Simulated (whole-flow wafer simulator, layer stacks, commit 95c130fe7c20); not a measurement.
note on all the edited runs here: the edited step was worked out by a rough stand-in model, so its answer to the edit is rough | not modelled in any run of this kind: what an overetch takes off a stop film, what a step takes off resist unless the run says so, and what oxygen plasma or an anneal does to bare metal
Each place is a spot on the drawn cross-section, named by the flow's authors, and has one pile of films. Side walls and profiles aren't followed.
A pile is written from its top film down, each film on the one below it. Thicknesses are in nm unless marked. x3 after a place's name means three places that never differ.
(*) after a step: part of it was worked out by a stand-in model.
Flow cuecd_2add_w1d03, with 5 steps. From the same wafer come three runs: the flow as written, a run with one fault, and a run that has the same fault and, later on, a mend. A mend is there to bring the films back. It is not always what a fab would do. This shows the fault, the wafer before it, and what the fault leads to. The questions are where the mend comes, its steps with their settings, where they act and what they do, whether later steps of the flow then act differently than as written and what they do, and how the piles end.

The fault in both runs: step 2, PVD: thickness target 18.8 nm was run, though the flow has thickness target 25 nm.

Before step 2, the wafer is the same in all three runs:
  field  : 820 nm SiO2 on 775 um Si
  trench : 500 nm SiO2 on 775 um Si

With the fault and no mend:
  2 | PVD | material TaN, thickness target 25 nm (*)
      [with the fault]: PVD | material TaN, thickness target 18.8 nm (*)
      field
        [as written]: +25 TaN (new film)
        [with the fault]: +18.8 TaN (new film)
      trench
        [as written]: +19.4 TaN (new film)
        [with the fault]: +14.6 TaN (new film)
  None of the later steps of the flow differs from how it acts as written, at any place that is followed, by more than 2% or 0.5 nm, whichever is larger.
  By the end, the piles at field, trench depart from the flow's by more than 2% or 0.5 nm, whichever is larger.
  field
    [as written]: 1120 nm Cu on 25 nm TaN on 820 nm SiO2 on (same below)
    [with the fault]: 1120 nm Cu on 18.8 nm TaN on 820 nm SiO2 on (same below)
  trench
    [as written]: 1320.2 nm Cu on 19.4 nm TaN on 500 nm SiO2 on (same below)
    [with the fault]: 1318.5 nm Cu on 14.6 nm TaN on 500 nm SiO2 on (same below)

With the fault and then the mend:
  After step 2 comes the mend.
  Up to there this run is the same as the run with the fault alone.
  2a | PVD | material TaN, thickness target 6.2 nm (*) (the flow's step 2 again, with other settings)
      field
        +6.2 TaN
      trench
        +4.76 TaN
  None of the later steps of the flow acts differently than as written at any place that is followed.
  When the end is reached, the piles differ only a little from the flow's at the places that both follow, at most by 2% or 0.5 nm, whichever is larger.
